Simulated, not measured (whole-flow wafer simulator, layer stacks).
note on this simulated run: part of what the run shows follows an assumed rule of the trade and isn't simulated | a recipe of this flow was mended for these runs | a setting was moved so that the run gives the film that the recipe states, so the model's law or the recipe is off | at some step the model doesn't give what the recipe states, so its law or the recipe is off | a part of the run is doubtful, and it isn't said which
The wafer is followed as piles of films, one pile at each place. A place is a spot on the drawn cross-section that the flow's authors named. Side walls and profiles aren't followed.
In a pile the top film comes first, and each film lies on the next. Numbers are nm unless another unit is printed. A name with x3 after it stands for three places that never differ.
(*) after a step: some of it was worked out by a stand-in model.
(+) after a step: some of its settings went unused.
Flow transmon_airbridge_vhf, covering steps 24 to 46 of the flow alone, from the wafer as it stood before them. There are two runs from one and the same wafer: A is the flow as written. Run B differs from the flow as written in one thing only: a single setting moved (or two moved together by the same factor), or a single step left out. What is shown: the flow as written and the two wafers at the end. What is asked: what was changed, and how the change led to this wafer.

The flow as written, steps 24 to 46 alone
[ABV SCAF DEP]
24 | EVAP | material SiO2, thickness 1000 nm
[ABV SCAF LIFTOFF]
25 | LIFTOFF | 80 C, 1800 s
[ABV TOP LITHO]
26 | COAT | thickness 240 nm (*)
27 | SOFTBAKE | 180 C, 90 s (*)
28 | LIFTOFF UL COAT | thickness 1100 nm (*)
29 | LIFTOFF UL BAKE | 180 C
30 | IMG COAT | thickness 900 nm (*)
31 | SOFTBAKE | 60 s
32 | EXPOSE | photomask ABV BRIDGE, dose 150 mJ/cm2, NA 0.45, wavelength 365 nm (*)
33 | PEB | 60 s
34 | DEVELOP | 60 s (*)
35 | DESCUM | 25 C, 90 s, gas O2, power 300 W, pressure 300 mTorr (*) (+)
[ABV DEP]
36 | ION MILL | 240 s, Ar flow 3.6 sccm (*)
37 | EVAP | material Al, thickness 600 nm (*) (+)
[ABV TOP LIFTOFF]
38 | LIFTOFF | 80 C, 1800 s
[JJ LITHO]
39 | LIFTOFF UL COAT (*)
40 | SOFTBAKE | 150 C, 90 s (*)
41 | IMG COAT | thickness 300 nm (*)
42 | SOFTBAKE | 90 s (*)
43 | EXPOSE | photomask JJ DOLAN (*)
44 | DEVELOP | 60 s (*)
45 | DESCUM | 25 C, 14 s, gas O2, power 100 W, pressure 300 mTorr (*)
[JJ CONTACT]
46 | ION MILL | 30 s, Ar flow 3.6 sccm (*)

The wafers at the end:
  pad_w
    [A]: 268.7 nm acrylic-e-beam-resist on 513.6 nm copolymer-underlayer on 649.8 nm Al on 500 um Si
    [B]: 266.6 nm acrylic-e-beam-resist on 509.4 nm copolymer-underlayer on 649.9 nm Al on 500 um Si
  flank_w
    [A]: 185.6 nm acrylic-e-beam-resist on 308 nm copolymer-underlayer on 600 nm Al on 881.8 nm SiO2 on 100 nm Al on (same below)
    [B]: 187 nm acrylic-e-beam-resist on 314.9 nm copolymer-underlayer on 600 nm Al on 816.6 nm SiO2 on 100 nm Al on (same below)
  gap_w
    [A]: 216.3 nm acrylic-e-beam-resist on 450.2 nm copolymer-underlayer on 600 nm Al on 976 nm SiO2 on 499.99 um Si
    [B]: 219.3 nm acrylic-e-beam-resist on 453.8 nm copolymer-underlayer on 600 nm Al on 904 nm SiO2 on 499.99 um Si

The reason: step 24, EVAP: thickness 928 nm was run, though the flow has thickness 1000 nm.

How this came from the change, step by step:
  24 | EVAP | material SiO2, thickness 1000 nm
      field x3, jj_line, ground_far and 10 more: A +1000 SiO2 (new film) | B +928 SiO2 (new film)
      flank_w, flank_e: A +905.8 SiO2 (new film) | B +840.6 SiO2 (new film)
  25 | LIFTOFF | 80 C, 1800 s
      field x3, jj_line, trace_open_s x2: A -1000 SiO2 (all of it), -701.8 i-line-resist (all of it), -1100 lift-off-underlayer (all of it), -240 acrylic-e-beam-resist (all of it) | B -928 SiO2 (all of it), -701.8 i-line-resist (all of it), -1100 lift-off-underlayer (all of it), -240 acrylic-e-beam-resist (all of it)
      pad_w, pad_e: A -1000 SiO2 (all of it), -696.3 i-line-resist (all of it), -1089.9 lift-off-underlayer (all of it), -239.3 acrylic-e-beam-resist (all of it) | B -928 SiO2 (all of it), -696.3 i-line-resist (all of it), -1089.9 lift-off-underlayer (all of it), -239.3 acrylic-e-beam-resist (all of it)
      (and at 1 other place as well)
  26 | COAT | thickness 240 nm (*)
      margin_s, margin_n: A +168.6 acrylic-e-beam-resist (new film) | B +172.7 acrylic-e-beam-resist (new film)
  28 | LIFTOFF UL COAT | thickness 1100 nm (*)
      margin_s, margin_n: A +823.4 lift-off-underlayer (new film) | B +840.4 lift-off-underlayer (new film)
  30 | IMG COAT | thickness 900 nm (*)
      gap_w, gap_e: A +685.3 i-line-resist (new film) | B +702.8 i-line-resist (new film)
      margin_s, margin_n: A +603.2 i-line-resist (new film) | B +626.1 i-line-resist (new film)
      (and at 2 other places as well)
  33 | PEB | 60 s
      gap_w, gap_e: A -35 i-line-resist | B -36 i-line-resist
      margin_s, margin_n: A -30.7 i-line-resist | B -31.9 i-line-resist
      (and at 2 other places as well)
  34 | DEVELOP | 60 s (*)
      gap_w, gap_e: A -650.2 i-line-resist (all of it), -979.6 lift-off-underlayer (all of it) | B -666.8 i-line-resist (all of it), -989.6 lift-off-underlayer (all of it)
      cpw_trace: A -627 i-line-resist (all of it), -970.5 lift-off-underlayer (all of it) | B -642.7 i-line-resist (all of it), -978.9 lift-off-underlayer (all of it)
      (and at 1 other place as well)
  38 | LIFTOFF | 80 C, 1800 s
      margin_s, margin_n: A -600 Al (all of it), -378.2 i-line-resist (all of it), -823.4 lift-off-underlayer (all of it), -168.6 acrylic-e-beam-resist (all of it) | B -600 Al (all of it), -401.8 i-line-resist (all of it), -840.4 lift-off-underlayer (all of it), -172.7 acrylic-e-beam-resist (all of it)
  39 | LIFTOFF UL COAT (*)
      flank_w, flank_e: A +308 copolymer-underlayer (new film) | B +314.9 copolymer-underlayer (new film)
